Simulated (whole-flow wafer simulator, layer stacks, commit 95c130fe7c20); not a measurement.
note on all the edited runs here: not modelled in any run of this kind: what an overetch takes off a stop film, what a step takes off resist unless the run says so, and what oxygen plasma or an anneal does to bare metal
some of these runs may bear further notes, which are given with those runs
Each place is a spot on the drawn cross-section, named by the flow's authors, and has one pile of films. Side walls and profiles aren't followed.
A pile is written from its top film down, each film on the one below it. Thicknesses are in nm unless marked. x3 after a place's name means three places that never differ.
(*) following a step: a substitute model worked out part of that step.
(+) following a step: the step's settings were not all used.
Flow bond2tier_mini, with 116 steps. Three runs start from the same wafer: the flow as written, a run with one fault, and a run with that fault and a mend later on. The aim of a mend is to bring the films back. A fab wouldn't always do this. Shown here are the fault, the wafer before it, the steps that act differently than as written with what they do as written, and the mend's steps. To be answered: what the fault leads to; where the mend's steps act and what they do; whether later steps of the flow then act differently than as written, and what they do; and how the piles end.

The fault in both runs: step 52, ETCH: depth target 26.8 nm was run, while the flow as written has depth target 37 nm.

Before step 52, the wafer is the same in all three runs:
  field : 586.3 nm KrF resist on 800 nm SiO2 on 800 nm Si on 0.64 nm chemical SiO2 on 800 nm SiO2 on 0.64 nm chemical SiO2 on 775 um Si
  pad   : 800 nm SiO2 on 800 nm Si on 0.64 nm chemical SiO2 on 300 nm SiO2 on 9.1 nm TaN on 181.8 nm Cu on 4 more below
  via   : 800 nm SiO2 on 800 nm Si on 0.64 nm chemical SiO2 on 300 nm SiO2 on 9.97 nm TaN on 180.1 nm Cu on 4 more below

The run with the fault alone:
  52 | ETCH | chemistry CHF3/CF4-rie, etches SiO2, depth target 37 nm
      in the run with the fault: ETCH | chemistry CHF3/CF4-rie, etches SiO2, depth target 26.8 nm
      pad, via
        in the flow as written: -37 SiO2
        in the run with the fault: -26.8 SiO2
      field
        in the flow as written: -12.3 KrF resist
        in the run with the fault: -8.93 KrF resist
  None of the later steps of the flow differs from how it acts as written, at any place that is followed, by more than 2% or 0.5 nm, whichever is larger.
  At pad, the piles at the end differ from the flow's by more than 2% or 0.5 nm, whichever is larger.
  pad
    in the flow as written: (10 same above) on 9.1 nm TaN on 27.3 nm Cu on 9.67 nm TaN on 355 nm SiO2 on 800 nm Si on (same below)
    in the run with the fault: (10 same above) on 9.1 nm TaN on 17 nm Cu on 9.76 nm TaN on 365.2 nm SiO2 on 800 nm Si on (same below)

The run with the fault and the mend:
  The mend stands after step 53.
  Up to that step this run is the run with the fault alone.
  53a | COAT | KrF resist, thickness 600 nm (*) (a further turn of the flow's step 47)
      field
        +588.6 KrF resist (new film)
      pad
        +611.9 KrF resist (new film)
      via
        +610.4 KrF resist (new film)
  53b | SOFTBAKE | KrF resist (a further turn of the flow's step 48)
      alters no film at any place that is followed
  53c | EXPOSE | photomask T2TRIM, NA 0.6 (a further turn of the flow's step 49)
      alters no film at any place that is followed
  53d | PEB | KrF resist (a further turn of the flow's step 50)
      alters no film at any place that is followed
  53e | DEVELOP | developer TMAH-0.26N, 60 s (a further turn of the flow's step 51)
      field
        -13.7 KrF resist
      pad
        -611.9 KrF resist (all of it)
      via
        -610.4 KrF resist (all of it)
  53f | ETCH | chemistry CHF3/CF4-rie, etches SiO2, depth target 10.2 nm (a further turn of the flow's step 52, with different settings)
      pad, via
        -10.2 SiO2
      field
        -3.4 KrF resist
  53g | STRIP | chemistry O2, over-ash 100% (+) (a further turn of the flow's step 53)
      field
        -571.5 KrF resist (all of it)
  None of the later steps of the flow acts differently than as written at any place that is followed.
  By the end, the piles equal the flow's at every place that both follow.
